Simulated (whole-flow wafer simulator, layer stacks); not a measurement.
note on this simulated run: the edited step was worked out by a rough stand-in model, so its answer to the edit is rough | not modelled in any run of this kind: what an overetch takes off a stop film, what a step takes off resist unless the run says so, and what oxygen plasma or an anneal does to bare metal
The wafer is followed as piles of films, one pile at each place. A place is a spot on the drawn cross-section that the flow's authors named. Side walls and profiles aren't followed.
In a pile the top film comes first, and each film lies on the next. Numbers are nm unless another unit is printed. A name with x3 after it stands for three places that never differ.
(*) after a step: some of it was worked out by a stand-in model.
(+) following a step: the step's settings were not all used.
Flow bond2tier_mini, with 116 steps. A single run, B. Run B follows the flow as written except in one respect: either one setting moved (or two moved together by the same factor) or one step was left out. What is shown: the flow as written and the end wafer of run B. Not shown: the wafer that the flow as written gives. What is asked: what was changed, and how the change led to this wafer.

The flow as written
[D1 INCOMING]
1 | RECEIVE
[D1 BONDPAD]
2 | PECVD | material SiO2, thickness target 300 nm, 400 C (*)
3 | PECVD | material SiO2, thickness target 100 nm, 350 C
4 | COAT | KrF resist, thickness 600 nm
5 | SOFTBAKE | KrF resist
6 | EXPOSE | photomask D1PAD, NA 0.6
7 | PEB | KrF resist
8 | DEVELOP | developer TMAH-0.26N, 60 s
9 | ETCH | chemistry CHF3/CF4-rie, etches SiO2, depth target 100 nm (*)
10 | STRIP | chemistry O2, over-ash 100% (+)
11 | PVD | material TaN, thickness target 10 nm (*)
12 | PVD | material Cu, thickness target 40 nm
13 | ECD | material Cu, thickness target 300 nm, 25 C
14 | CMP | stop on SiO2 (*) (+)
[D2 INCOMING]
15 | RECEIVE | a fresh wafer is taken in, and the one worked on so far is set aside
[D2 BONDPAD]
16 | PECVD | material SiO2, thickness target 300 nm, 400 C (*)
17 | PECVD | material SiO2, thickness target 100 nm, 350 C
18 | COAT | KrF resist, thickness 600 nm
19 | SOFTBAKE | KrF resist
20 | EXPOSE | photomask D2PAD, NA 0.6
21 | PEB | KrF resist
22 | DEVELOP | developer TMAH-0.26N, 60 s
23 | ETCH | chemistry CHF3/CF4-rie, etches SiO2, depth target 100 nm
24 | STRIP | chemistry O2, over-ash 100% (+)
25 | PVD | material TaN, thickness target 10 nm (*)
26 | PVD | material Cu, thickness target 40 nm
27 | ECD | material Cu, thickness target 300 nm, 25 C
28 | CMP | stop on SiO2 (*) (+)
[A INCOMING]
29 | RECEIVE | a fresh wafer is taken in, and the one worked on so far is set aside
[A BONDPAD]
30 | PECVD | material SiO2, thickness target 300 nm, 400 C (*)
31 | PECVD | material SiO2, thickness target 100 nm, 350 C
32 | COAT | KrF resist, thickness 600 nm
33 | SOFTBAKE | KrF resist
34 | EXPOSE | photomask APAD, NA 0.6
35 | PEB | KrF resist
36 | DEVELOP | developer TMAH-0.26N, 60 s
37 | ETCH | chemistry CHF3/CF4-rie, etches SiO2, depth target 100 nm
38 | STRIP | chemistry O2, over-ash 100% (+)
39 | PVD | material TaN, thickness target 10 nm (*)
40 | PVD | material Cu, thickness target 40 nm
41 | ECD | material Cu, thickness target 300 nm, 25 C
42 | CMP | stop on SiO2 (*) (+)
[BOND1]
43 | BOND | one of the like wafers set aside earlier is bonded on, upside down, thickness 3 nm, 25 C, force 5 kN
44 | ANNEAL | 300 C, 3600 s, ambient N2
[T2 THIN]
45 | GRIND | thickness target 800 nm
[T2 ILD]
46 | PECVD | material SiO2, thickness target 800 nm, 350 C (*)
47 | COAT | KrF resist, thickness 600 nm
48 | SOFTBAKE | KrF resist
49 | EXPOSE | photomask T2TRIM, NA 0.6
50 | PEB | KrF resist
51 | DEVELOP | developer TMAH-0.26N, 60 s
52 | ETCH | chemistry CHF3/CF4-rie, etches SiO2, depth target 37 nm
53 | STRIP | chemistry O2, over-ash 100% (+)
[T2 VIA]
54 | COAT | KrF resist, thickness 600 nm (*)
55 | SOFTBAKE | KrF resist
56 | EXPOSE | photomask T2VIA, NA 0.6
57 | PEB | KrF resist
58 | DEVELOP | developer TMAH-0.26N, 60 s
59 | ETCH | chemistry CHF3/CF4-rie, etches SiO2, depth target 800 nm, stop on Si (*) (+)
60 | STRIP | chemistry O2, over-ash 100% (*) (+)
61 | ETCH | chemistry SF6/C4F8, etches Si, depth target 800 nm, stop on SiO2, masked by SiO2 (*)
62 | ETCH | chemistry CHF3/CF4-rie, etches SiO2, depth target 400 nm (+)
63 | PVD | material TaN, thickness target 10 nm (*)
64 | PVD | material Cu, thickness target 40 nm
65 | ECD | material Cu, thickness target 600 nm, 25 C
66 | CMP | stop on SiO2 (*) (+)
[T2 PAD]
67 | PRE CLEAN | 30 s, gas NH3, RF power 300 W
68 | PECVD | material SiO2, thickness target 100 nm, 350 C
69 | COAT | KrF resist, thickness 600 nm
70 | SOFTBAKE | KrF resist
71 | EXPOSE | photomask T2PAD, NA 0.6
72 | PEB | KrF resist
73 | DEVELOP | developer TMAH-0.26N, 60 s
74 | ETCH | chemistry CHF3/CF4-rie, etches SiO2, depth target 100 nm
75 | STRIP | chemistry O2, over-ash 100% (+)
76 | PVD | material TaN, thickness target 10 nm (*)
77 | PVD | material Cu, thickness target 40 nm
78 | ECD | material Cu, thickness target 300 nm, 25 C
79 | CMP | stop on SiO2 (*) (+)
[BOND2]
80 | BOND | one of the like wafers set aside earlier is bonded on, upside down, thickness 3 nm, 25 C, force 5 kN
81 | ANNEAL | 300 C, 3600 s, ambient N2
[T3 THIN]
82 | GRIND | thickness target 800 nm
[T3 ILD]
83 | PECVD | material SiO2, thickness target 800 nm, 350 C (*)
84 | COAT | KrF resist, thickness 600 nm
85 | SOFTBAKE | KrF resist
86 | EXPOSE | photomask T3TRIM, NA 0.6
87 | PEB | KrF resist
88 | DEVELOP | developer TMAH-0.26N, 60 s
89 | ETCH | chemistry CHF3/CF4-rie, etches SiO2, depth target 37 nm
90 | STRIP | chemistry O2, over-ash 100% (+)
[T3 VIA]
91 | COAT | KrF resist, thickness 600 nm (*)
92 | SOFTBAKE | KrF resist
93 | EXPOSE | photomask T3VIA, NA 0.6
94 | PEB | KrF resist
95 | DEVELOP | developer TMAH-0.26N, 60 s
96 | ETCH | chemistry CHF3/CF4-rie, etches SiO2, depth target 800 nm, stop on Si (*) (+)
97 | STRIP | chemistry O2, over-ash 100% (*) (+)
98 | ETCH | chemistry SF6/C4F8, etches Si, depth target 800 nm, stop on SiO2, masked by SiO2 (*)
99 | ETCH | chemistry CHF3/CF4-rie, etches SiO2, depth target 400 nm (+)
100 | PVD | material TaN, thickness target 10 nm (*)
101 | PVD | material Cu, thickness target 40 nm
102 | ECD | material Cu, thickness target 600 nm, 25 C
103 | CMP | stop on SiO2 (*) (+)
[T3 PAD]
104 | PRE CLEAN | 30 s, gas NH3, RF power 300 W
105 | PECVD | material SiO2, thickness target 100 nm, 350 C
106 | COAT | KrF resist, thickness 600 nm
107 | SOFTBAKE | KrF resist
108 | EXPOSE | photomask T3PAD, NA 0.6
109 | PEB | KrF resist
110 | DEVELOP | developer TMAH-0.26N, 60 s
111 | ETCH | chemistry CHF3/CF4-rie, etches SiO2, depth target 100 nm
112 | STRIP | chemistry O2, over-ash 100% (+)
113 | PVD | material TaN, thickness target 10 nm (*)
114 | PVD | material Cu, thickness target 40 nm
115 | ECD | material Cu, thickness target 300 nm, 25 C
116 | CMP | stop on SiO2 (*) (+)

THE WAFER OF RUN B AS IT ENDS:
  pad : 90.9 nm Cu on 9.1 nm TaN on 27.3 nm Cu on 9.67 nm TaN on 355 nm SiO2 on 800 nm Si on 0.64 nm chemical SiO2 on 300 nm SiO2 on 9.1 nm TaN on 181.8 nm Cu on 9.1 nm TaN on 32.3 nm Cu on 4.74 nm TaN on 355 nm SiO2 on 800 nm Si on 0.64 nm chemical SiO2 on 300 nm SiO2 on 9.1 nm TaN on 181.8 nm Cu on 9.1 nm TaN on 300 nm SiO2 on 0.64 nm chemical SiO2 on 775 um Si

Cause: step 63, PVD: thickness target 4.9 nm was run, while the flow as written has thickness target 10 nm.

How this came from the change, step by step:
  63 | PVD | material TaN, thickness target 10 nm (*)
      field: TaN gains 4.9 (new film) (in the flow as written it would be: TaN gains 10 (new film))
      pad: TaN gains 4.74 (new film) (in the flow as written it would be: TaN gains 9.67 (new film))
  66 | CMP | stop on SiO2 (*) (+)
      field: Cu loses 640 (all of it), TaN loses 4.9 (all of it) (in the flow as written it would be: Cu loses 640 (all of it), TaN loses 10 (all of it))
